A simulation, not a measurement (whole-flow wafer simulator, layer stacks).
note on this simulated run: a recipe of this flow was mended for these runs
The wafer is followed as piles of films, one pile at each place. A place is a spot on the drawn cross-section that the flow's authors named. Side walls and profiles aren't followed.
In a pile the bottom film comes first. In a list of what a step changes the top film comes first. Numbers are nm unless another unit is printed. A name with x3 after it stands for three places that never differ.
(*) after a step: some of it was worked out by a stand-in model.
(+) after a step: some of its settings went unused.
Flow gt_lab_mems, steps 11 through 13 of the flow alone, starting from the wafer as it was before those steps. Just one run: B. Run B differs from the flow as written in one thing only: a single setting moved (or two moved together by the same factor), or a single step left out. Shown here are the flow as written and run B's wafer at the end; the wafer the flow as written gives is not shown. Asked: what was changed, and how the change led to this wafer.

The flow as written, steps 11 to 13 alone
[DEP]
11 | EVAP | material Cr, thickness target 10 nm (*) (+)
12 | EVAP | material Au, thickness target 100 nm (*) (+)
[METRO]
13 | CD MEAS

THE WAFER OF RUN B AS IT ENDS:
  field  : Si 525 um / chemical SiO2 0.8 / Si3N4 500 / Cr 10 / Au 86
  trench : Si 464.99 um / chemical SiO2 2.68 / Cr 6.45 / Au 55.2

Cause: step 12, EVAP: thickness target 86 nm was run, whereas the flow has thickness target 100 nm.
One can read it off the wafer: field has Au 86, and step 12 as written asks for 100 nm.

How this came from the change, step by step:
  12 | EVAP | material Au, thickness target 100 nm (*) (+)
      field: Au gains 86 (new film) (in the flow as written it would be: Au gains 100 (new film))
      trench: Au gains 55.2 (new film) (in the flow as written it would be: Au gains 64.1 (new film))
